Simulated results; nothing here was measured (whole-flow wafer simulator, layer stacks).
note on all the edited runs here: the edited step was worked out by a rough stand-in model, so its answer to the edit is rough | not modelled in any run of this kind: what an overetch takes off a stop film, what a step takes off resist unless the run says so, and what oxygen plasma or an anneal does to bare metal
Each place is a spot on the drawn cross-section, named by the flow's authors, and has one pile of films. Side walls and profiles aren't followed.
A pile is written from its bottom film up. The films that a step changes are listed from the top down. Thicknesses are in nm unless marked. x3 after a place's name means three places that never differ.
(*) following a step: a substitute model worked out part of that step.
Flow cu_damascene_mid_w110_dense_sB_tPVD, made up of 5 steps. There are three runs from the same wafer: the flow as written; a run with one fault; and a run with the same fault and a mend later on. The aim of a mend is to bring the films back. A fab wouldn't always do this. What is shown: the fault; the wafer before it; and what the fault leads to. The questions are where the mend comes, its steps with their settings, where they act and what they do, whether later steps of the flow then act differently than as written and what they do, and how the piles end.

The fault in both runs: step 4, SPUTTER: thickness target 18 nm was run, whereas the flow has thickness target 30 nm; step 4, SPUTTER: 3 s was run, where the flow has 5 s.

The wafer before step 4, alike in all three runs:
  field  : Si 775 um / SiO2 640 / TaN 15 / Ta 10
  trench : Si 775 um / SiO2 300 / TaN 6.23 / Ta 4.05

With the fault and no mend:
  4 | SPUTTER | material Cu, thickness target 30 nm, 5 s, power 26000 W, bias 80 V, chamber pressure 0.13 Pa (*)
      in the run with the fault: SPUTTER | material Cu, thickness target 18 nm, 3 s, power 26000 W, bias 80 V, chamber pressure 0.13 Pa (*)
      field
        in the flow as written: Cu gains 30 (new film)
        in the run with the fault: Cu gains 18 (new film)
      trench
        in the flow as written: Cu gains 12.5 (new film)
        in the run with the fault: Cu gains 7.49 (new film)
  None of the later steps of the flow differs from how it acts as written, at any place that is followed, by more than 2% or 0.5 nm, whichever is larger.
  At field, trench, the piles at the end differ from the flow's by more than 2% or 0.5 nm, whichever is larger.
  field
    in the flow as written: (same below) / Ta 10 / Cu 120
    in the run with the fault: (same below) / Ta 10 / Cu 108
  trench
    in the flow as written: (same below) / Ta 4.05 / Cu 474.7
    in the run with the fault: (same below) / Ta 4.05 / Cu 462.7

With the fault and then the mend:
  After step 4 comes the mend.
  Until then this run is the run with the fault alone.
  4a | SPUTTER | material Cu, thickness target 12 nm, 2 s, power 26000 W, bias 80 V, chamber pressure 0.13 Pa (*) (the flow's step 4 again, with other settings)
      field
        Cu gains 12
      trench
        Cu gains 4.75
  None of the later steps of the flow differs from how it acts as written, at any place that is followed, by more than 2% or 0.5 nm, whichever is larger.
  At every place that both follow, the piles at the end match the flow's.
